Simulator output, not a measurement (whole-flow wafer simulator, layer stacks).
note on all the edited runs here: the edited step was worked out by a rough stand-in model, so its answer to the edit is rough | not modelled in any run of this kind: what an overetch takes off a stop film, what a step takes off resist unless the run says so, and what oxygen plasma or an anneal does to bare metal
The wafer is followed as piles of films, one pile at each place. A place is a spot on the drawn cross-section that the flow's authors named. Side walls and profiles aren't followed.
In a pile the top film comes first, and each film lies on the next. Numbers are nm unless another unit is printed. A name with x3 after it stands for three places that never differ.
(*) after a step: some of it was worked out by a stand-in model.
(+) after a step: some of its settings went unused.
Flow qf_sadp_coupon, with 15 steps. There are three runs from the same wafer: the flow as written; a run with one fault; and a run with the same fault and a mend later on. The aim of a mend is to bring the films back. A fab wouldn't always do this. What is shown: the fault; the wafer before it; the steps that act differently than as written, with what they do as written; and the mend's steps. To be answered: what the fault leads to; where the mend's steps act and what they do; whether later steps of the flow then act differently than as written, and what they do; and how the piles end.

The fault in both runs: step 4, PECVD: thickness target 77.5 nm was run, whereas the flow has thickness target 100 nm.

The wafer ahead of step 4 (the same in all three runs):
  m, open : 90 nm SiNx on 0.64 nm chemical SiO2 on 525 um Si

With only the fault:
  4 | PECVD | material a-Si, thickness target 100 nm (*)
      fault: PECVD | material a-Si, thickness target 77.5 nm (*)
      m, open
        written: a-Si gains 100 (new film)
        fault: a-Si gains 77.5 (new film)
  Steps later in the flow that act otherwise than as written:
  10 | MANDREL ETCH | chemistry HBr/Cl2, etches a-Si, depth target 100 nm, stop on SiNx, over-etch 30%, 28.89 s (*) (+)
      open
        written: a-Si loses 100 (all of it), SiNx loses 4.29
        fault: a-Si loses 77.5 (all of it), SiNx loses 7.5
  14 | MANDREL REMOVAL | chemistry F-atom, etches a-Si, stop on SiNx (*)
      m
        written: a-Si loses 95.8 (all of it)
        fault: a-Si loses 73.3 (all of it)
  By the end, the piles at open depart from the flow's by more than 2% or 0.5 nm, whichever is larger.
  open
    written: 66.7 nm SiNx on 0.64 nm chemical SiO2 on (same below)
    fault: 63.5 nm SiNx on 0.64 nm chemical SiO2 on (same below)

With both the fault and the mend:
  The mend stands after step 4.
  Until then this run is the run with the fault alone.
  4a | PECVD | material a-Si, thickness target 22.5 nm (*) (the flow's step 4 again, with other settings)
      m, open
        a-Si gains 22.5
  Later steps of the flow that are run all act as written at every place that is followed.
  At every place that both follow, the piles at the end match the flow's.
